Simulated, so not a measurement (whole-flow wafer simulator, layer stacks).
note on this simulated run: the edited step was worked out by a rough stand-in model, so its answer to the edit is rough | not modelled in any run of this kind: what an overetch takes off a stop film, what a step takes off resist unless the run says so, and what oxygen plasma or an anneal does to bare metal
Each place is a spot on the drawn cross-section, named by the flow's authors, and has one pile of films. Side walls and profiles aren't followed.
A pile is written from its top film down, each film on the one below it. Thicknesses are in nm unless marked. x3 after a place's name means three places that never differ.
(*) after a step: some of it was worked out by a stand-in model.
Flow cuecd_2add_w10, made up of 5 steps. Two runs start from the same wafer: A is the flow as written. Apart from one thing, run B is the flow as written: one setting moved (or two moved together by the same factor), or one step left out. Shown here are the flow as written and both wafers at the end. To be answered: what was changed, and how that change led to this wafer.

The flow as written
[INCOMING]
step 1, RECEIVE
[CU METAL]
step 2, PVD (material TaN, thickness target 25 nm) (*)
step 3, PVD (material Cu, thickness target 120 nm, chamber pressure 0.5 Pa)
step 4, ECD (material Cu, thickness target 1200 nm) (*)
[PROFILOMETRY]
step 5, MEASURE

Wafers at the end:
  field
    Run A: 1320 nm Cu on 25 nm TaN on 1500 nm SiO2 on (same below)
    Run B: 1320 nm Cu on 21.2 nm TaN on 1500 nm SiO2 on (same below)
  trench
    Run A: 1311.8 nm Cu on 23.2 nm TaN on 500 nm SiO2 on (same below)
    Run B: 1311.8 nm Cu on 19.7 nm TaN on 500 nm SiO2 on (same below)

The reason: step 2, PVD: thickness target 21.2 nm was run, though the flow has thickness target 25 nm.
The wafer lets one read it off: field has TaN 21.2, and step 2 as written asks for 25 nm.

Step by step, how the change led to this:
  step 2, PVD (material TaN, thickness target 25 nm) (*)
      field: A TaN gains 25 (new film) | B TaN gains 21.2 (new film)
      trench: A TaN gains 23.2 (new film) | B TaN gains 19.7 (new film)
